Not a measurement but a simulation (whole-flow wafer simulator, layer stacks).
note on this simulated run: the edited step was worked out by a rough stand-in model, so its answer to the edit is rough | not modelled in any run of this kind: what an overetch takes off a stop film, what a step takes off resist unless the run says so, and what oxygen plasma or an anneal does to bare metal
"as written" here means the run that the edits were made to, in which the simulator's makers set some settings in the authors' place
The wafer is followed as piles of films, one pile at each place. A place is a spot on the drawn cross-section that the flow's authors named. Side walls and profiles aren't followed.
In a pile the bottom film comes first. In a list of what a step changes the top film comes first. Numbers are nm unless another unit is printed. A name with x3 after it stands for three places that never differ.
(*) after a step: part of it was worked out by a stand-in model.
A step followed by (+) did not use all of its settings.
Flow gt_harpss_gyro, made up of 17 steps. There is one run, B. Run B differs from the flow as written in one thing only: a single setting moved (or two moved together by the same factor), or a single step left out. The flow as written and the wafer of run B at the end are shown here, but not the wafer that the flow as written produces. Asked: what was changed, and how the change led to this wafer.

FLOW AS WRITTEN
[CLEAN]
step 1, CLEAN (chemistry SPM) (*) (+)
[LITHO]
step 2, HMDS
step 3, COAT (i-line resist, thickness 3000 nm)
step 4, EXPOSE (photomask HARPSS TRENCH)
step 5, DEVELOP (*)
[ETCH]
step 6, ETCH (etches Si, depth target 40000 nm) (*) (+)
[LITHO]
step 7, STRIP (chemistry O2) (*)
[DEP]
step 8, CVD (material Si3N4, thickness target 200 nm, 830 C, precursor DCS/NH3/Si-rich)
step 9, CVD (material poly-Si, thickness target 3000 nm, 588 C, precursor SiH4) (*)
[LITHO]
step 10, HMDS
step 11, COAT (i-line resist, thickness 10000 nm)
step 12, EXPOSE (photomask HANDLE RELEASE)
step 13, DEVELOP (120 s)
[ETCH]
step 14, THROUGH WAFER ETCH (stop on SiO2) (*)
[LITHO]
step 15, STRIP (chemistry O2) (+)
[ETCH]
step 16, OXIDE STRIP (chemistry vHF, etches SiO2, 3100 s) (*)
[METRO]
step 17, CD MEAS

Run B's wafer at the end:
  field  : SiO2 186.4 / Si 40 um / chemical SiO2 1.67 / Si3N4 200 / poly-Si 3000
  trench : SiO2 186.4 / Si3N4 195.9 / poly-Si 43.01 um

Cause: step 16, OXIDE STRIP: 2337 s was run, whereas the flow has 3100 s.

The path from the change to this, step by step:
  step 16, OXIDE STRIP (chemistry vHF, etches SiO2, 3100 s) (*)
      field: under 4 films: -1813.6 SiO2 (it would be, as written: under 4 films: -2000 SiO2 (all of it))
      trench: under 2 films: -1813.6 SiO2 (it would be, as written: under 2 films: -2000 SiO2 (all of it))
